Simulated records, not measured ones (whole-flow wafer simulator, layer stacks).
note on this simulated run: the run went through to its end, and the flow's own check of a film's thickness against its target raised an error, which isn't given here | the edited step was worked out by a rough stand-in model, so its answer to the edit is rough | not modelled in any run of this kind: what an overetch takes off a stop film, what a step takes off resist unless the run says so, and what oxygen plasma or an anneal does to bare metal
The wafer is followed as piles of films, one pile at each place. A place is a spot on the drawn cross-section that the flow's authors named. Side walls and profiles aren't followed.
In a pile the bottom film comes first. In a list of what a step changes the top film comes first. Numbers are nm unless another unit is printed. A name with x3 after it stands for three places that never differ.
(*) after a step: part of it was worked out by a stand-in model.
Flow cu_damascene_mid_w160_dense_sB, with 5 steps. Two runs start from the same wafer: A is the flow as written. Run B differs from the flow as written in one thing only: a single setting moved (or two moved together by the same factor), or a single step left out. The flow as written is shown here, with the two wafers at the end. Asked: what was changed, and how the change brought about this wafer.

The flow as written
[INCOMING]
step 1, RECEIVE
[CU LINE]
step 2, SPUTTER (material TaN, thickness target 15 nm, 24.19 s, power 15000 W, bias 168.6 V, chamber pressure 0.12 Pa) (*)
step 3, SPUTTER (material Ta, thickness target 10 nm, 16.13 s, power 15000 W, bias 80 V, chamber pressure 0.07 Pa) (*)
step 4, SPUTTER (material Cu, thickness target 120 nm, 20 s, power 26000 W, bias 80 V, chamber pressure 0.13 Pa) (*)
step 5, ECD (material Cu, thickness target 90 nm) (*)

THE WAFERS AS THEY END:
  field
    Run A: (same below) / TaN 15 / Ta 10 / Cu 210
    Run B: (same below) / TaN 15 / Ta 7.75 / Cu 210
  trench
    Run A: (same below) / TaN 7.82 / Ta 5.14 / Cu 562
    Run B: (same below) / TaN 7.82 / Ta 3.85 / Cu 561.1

Cause: step 3, SPUTTER: power 11620 W was run, while the flow as written has power 15000 W.

The path from the change to this, step by step:
  step 3, SPUTTER (material Ta, thickness target 10 nm, 16.13 s, power 15000 W, bias 80 V, chamber pressure 0.07 Pa) (*)
      field: A Ta gains 10 (new film) | B Ta gains 7.75 (new film)
      trench: A Ta gains 5.14 (new film) | B Ta gains 3.85 (new film)
